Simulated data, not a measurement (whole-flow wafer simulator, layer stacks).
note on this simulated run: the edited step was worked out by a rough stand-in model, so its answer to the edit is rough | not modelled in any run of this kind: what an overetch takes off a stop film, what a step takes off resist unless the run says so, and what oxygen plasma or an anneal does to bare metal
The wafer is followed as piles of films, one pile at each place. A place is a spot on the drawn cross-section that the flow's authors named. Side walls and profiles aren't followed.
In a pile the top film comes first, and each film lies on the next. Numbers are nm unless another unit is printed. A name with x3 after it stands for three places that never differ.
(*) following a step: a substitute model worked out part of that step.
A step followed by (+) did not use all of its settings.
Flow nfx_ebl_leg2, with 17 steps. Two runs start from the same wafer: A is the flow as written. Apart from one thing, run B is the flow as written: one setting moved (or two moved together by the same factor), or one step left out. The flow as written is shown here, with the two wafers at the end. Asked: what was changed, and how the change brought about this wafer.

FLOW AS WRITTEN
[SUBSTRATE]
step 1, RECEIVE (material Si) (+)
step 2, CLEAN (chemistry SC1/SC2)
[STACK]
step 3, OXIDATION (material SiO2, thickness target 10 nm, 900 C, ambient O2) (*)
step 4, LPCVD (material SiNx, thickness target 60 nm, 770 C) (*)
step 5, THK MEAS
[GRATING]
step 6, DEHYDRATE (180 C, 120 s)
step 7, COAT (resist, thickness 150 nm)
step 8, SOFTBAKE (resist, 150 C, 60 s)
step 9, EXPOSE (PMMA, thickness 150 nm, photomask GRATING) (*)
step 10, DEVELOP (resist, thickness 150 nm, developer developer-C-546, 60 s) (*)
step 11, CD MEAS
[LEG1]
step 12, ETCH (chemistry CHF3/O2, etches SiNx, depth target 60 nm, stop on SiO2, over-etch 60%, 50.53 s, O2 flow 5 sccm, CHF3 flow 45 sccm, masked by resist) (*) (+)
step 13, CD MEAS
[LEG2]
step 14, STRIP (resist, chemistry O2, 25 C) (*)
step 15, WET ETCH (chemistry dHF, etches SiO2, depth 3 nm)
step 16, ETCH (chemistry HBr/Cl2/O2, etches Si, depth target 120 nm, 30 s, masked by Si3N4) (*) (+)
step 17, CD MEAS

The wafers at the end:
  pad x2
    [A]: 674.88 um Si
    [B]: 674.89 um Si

What caused this: step 16, ETCH: depth target 102 nm was run, though the flow has depth target 120 nm.

The path from the change to this, step by step:
  step 16, ETCH (chemistry HBr/Cl2/O2, etches Si, depth target 120 nm, 30 s, masked by Si3N4) (*) (+)
      pad x2: A -120 Si | B -102 Si
